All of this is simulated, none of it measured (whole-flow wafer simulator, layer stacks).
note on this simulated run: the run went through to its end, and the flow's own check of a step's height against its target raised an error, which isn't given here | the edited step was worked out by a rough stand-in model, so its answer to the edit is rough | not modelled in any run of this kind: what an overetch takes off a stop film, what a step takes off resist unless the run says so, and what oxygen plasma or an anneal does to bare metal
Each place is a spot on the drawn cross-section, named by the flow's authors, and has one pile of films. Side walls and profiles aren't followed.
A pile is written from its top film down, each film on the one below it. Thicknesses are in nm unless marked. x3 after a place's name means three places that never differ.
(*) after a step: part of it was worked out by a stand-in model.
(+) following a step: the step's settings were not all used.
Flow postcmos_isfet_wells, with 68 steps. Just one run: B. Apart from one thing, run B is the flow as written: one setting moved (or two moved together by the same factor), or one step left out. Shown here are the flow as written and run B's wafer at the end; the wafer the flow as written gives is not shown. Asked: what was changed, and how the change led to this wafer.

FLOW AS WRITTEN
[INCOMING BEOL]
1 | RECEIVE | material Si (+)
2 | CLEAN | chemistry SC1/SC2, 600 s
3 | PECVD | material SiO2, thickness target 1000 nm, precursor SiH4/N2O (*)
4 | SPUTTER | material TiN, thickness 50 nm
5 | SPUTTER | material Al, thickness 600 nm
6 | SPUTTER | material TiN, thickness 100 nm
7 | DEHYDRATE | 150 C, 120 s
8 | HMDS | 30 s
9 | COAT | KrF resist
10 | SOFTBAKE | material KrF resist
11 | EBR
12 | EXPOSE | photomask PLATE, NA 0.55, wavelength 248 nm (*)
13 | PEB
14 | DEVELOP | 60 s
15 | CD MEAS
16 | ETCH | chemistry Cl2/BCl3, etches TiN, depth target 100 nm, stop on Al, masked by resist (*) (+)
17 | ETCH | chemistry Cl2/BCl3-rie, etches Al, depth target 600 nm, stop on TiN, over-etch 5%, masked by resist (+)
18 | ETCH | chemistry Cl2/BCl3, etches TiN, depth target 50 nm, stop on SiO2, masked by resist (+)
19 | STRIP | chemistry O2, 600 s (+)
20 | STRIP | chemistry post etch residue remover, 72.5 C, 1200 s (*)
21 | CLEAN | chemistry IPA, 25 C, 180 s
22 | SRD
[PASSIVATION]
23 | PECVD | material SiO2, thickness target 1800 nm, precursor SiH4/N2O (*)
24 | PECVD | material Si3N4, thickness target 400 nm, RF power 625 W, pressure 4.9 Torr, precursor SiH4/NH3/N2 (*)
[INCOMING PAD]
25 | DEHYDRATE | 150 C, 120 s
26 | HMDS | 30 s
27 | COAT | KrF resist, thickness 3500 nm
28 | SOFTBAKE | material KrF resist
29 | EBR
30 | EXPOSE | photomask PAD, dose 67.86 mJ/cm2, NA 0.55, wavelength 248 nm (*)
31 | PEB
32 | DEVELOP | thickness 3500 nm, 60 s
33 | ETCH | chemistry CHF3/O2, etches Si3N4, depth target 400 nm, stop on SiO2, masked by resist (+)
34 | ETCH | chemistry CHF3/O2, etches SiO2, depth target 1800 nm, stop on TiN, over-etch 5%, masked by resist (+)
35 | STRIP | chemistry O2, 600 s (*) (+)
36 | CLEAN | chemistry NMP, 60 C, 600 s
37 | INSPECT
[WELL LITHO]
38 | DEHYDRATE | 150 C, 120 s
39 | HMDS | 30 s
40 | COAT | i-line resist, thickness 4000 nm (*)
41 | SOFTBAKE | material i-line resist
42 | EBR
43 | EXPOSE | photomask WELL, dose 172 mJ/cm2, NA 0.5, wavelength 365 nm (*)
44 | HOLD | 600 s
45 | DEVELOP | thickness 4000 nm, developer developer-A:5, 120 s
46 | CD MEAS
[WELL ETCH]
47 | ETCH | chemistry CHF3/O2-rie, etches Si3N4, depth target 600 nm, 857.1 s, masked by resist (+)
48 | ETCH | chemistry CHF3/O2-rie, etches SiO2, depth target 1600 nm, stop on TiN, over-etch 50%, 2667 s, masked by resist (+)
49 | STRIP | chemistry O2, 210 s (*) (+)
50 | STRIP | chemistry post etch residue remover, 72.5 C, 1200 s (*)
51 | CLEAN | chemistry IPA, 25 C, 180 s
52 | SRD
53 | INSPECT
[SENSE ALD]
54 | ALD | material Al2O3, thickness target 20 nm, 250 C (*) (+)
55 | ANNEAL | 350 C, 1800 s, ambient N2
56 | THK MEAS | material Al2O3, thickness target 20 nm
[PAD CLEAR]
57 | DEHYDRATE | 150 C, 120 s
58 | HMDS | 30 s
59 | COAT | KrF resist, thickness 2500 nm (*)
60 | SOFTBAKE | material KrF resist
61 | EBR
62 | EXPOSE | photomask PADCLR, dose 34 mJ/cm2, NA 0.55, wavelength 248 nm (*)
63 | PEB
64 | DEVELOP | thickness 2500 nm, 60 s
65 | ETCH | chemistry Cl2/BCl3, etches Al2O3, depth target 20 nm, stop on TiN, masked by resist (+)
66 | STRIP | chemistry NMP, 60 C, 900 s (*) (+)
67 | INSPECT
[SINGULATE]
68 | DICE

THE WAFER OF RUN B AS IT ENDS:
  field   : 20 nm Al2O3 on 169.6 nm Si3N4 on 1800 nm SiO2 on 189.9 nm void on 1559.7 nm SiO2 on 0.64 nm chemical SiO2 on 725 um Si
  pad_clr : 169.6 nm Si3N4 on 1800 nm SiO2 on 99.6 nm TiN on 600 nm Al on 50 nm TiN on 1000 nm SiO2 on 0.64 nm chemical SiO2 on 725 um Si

What caused this: step 24, PECVD: thickness target 170 nm was run, while the flow as written has thickness target 400 nm.

Step by step, how the change led to this:
  24 | PECVD | material Si3N4, thickness target 400 nm, RF power 625 W, pressure 4.9 Torr, precursor SiH4/NH3/N2 (*)
      field, margin, well900, well1300 x3, pad_rim, pad_clr, pad_open: +170 Si3N4 (new film) (as written it would have been: +400 Si3N4 (new film))
  33 | ETCH | chemistry CHF3/O2, etches Si3N4, depth target 400 nm, stop on SiO2, masked by resist (+)
      field, margin, well900, well1300 x3, pad_rim, pad_clr: -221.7 KrF resist (as written it would have been: -347.8 KrF resist)
      pad_open: -170 Si3N4 (all of it) (as written it would have been: -400 Si3N4 (all of it))
  35 | STRIP | chemistry O2, 600 s (*) (+)
      field, margin, well900, well1300 x3, pad_rim, pad_clr: -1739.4 KrF resist (all of it) (as written it would have been: -1613.3 KrF resist (all of it))
  40 | COAT | i-line resist, thickness 4000 nm (*)
      pad_clr: +3328.8 i-line resist (new film) (as written it would have been: +3256.8 i-line resist (new film))
  41 | SOFTBAKE | material i-line resist
      pad_clr: -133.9 i-line resist (as written it would have been: -156.7 i-line resist)
      pad_open: +105 i-line resist (as written it would have been: +115.3 i-line resist)
  47 | ETCH | chemistry CHF3/O2-rie, etches Si3N4, depth target 600 nm, 857.1 s, masked by resist (+)
      well900, well1300 x3: -170 Si3N4 (all of it), -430 SiO2 (as written it would have been: -400 Si3N4 (all of it), -200 SiO2)
  48 | ETCH | chemistry CHF3/O2-rie, etches SiO2, depth target 1600 nm, stop on TiN, over-etch 50%, 2667 s, masked by resist (+)
      well900, well1300 x3: -1370 SiO2 (all of it) (as written it would have been: -1600 SiO2 (all of it))
  49 | STRIP | chemistry O2, 210 s (*) (+)
      pad_clr: -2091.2 i-line resist (all of it) (as written it would have been: -1996.5 i-line resist (all of it))
      pad_open: -3723.5 i-line resist (all of it) (as written it would have been: -3816.3 i-line resist (all of it))
  59 | COAT | KrF resist, thickness 2500 nm (*)
      field: +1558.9 KrF resist (new film) (as written it would have been: +1449 KrF resist (new film))
      margin: +1558.8 KrF resist (new film) (as written it would have been: +1448.9 KrF resist (new film))
      (as well as at 2 more places)
  63 | PEB
      field, margin: -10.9 KrF resist (as written it would have been: -10.1 KrF resist)
      pad_clr: -12.4 KrF resist (as written it would have been: -11.8 KrF resist)
  64 | DEVELOP | thickness 2500 nm, 60 s
      pad_clr: -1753 KrF resist (all of it) (as written it would have been: -1676 KrF resist (all of it))
  66 | STRIP | chemistry NMP, 60 C, 900 s (*) (+)
      field, margin: -1509.2 KrF resist (all of it) (as written it would have been: -1400.1 KrF resist (all of it))
      pad_rim: -1975 KrF resist (all of it) (as written it would have been: -1923.7 KrF resist (all of it))
